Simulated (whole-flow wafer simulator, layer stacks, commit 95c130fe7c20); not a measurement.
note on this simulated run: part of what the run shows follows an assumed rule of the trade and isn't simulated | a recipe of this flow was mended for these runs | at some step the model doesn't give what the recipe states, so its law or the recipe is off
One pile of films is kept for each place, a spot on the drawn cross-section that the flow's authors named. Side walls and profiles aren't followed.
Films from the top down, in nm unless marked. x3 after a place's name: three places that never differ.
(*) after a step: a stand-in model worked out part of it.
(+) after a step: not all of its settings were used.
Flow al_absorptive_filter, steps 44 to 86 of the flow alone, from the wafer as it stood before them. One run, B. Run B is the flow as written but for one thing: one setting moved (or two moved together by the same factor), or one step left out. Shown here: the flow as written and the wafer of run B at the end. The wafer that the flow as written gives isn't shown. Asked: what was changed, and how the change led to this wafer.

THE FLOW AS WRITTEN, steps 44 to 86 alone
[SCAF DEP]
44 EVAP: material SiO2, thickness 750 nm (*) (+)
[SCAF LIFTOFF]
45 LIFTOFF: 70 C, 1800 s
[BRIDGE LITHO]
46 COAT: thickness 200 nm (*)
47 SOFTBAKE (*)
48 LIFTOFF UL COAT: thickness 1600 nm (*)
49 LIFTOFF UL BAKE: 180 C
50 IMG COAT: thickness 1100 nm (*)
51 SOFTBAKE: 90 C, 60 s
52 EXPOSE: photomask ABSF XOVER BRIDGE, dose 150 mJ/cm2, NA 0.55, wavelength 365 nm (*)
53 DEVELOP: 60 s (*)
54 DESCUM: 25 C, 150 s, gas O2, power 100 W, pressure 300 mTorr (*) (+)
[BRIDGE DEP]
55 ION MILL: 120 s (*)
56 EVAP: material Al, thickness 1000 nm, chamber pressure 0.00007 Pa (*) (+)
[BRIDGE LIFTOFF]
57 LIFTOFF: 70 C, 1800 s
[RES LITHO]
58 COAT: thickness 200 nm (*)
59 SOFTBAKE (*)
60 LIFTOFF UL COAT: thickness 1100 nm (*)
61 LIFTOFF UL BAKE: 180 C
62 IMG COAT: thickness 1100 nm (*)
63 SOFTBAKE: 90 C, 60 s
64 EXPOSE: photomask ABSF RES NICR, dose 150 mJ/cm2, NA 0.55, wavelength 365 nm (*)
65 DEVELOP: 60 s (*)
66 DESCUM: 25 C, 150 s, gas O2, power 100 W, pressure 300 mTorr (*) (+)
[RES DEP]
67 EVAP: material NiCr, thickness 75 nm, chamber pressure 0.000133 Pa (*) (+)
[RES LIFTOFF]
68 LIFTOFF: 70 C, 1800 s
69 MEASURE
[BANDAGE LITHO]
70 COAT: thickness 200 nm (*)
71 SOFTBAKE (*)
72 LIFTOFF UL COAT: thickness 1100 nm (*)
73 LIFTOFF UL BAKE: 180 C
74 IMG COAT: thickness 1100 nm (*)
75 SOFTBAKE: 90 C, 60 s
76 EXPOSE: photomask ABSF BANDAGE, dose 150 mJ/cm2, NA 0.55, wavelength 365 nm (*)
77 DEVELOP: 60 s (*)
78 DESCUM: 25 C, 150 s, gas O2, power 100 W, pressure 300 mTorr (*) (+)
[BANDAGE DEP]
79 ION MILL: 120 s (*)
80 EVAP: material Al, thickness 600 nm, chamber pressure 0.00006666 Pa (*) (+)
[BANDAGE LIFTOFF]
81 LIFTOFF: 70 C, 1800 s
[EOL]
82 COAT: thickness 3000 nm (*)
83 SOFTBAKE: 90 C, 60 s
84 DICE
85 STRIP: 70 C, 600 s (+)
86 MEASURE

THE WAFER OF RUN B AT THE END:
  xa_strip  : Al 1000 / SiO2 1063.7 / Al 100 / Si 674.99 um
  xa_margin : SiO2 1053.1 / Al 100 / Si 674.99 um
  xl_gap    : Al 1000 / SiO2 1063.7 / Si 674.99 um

The cause: step 44, EVAP: thickness 1088 nm was run, where the flow has thickness 750 nm.

How the change led to this, step by step:
  44 EVAP: material SiO2, thickness 750 nm (*) (+)
      gnd, pad_far, pad_near and 10 more: SiO2 +1088 (new film) (as written it would be: SiO2 +750 (new film))
      xa_margin: SiO2 +1053.1 (new film) (as written it would be: SiO2 +726 (new film))
  45 LIFTOFF: 70 C, 1800 s
      gnd, xa_field, xl_land, idc_field: SiO2 -1088 (all of it), i-line-resist -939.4 (all of it), lift-off-underlayer -1100 (all of it), acrylic-e-beam-resist -200 (all of it) (as written it would be: SiO2 -750 (all of it), i-line-resist -939.4 (all of it), lift-off-underlayer -1100 (all of it), acrylic-e-beam-resist -200 (all of it))
      pad_far: SiO2 -1088 (all of it), i-line-resist -937 (all of it), lift-off-underlayer -1092.7 (all of it), acrylic-e-beam-resist -198.5 (all of it) (as written it would be: SiO2 -750 (all of it), i-line-resist -937 (all of it), lift-off-underlayer -1092.7 (all of it), acrylic-e-beam-resist -198.5 (all of it))
      (and at 5 more places)
  46 COAT: thickness 200 nm (*)
      xa_margin: acrylic-e-beam-resist +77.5 (new film) (as written it would be: acrylic-e-beam-resist +87.1 (new film))
      xa_strip: acrylic-e-beam-resist +129.4 (new film) (as written it would be: acrylic-e-beam-resist +156.7 (new film))
      (and at 3 more places)
  48 LIFTOFF UL COAT: thickness 1600 nm (*)
      xa_margin: lift-off-underlayer +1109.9 (new film) (as written it would be: lift-off-underlayer +1268 (new film))
      xa_strip: lift-off-underlayer +1092 (new film) (as written it would be: lift-off-underlayer +1219 (new film))
      (and at 3 more places)
  50 IMG COAT: thickness 1100 nm (*)
      xa_margin: i-line-resist +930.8 (new film) (as written it would be: i-line-resist +995.2 (new film))
      xa_strip: i-line-resist +881 (new film) (as written it would be: i-line-resist +962 (new film))
      (and at 2 more places)
  51 SOFTBAKE: 90 C, 60 s
      xa_margin: i-line-resist -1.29 (as written it would be: i-line-resist -0.69)
      xa_strip: i-line-resist -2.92 (as written it would be: i-line-resist -1.93)
      (and at 2 more places)
  53 DEVELOP: 60 s (*)
      xa_strip: i-line-resist -878.1 (all of it), lift-off-underlayer -1092 (all of it) (as written it would be: i-line-resist -960.1 (all of it), lift-off-underlayer -1219 (all of it))
      xl_land: i-line-resist -1128.2 (all of it), lift-off-underlayer -1765.9 (all of it) (as written it would be: i-line-resist -1117.3 (all of it), lift-off-underlayer -1706.9 (all of it))
      (and at 2 more places)
  54 DESCUM: 25 C, 150 s, gas O2, power 100 W, pressure 300 mTorr (*) (+)
      gnd, pad_far, pad_near and 7 more: i-line-resist -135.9 (as written it would be: i-line-resist -131.1)
      xa_strip: acrylic-e-beam-resist -129.4 (all of it) (as written it would be: acrylic-e-beam-resist -156.7 (all of it))
      (and at 3 more places)
  57 LIFTOFF: 70 C, 1800 s
      xa_margin: Al -1000 (all of it), i-line-resist -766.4 (all of it), lift-off-underlayer -1109.9 (all of it), acrylic-e-beam-resist -77.5 (all of it) (as written it would be: Al -1000 (all of it), i-line-resist -836.1 (all of it), lift-off-underlayer -1268 (all of it), acrylic-e-beam-resist -87.1 (all of it))
  58 COAT: thickness 200 nm (*)
      xa_margin: acrylic-e-beam-resist +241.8 (new film) (as written it would be: acrylic-e-beam-resist +288.1 (new film))
      xa_strip: acrylic-e-beam-resist +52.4 (new film) (as written it would be: acrylic-e-beam-resist +66.9 (new film))
      (and at 2 more places)
  60 LIFTOFF UL COAT: thickness 1100 nm (*)
      xa_margin: lift-off-underlayer +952 (new film) (as written it would be: lift-off-underlayer +1021 (new film))
      xa_strip: lift-off-underlayer +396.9 (new film) (as written it would be: lift-off-underlayer +459.8 (new film))
      (and at 2 more places)
  62 IMG COAT: thickness 1100 nm (*)
      xa_margin: i-line-resist +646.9 (new film) (as written it would be: i-line-resist +741.1 (new film))
      xa_strip: i-line-resist +454.2 (new film) (as written it would be: i-line-resist +577.9 (new film))
      (and at 2 more places)
  63 SOFTBAKE: 90 C, 60 s
      xa_strip: i-line-resist -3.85 (as written it would be: i-line-resist -4.64)
      xl_gap: i-line-resist -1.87 (as written it would be: i-line-resist -1.04)
      (and at 1 more place)
  68 LIFTOFF: 70 C, 1800 s
      xa_margin: NiCr -75 (all of it), i-line-resist -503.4 (all of it), lift-off-underlayer -952 (all of it), acrylic-e-beam-resist -241.8 (all of it) (as written it would be: NiCr -75 (all of it), i-line-resist -598.1 (all of it), lift-off-underlayer -1021 (all of it), acrylic-e-beam-resist -288.1 (all of it))
      xa_strip: NiCr -75 (all of it), i-line-resist -310.4 (all of it), lift-off-underlayer -396.9 (all of it), acrylic-e-beam-resist -52.4 (all of it) (as written it would be: NiCr -75 (all of it), i-line-resist -433.3 (all of it), lift-off-underlayer -459.8 (all of it), acrylic-e-beam-resist -66.9 (all of it))
      (and at 2 more places)
  70 COAT: thickness 200 nm (*)
      xa_margin: acrylic-e-beam-resist +241.8 (new film) (as written it would be: acrylic-e-beam-resist +288.1 (new film))
      xa_strip: acrylic-e-beam-resist +52.4 (new film) (as written it would be: acrylic-e-beam-resist +66.9 (new film))
      (and at 2 more places)
  72 LIFTOFF UL COAT: thickness 1100 nm (*)
      xa_margin: lift-off-underlayer +952 (new film) (as written it would be: lift-off-underlayer +1021 (new film))
      xa_strip: lift-off-underlayer +396.9 (new film) (as written it would be: lift-off-underlayer +459.8 (new film))
      (and at 2 more places)
  ... 5 more steps ...
  85 STRIP: 70 C, 600 s (+)
      xa_margin: i-line-resist -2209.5 (all of it) (as written it would be: i-line-resist -2469.3 (all of it))
      xa_strip: i-line-resist -1211.8 (all of it) (as written it would be: i-line-resist -1477 (all of it))
      (and at 2 more places)
